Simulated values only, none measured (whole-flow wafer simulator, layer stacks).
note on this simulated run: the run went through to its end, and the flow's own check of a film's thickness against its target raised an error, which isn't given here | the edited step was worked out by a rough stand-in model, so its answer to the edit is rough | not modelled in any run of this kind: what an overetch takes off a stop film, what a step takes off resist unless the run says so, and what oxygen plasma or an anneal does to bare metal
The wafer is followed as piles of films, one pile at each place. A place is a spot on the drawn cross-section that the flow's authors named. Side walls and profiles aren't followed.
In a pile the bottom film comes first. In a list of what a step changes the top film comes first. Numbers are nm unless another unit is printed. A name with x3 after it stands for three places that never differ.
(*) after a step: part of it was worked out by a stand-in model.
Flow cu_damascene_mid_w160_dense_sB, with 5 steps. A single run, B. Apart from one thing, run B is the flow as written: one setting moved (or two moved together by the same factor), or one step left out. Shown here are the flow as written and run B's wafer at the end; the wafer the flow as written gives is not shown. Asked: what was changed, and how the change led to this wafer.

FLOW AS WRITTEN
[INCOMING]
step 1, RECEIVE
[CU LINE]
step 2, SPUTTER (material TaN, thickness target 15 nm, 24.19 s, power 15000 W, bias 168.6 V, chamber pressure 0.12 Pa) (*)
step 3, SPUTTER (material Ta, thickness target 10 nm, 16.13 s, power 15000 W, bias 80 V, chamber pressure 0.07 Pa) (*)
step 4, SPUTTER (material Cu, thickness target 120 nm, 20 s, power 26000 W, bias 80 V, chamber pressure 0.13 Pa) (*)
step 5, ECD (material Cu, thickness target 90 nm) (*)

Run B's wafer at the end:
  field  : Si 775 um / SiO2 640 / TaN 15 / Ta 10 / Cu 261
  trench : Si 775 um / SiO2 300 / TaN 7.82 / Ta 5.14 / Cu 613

What caused this: step 4, SPUTTER: thickness target 171 nm was run, while the flow as written has thickness target 120 nm; step 4, SPUTTER: 28.5 s was run, where the flow has 20 s.

Step by step, how the change led to this:
  step 4, SPUTTER (material Cu, thickness target 120 nm, 20 s, power 26000 W, bias 80 V, chamber pressure 0.13 Pa) (*)
      field: Cu gains 171 (new film) (in the flow as written it would be: Cu gains 120 (new film))
      trench: Cu gains 88.4 (new film) (in the flow as written it would be: Cu gains 62 (new film))
  step 5, ECD (material Cu, thickness target 90 nm) (*)
      trench: Cu gains 524.7 (in the flow as written it would be: Cu gains 500)
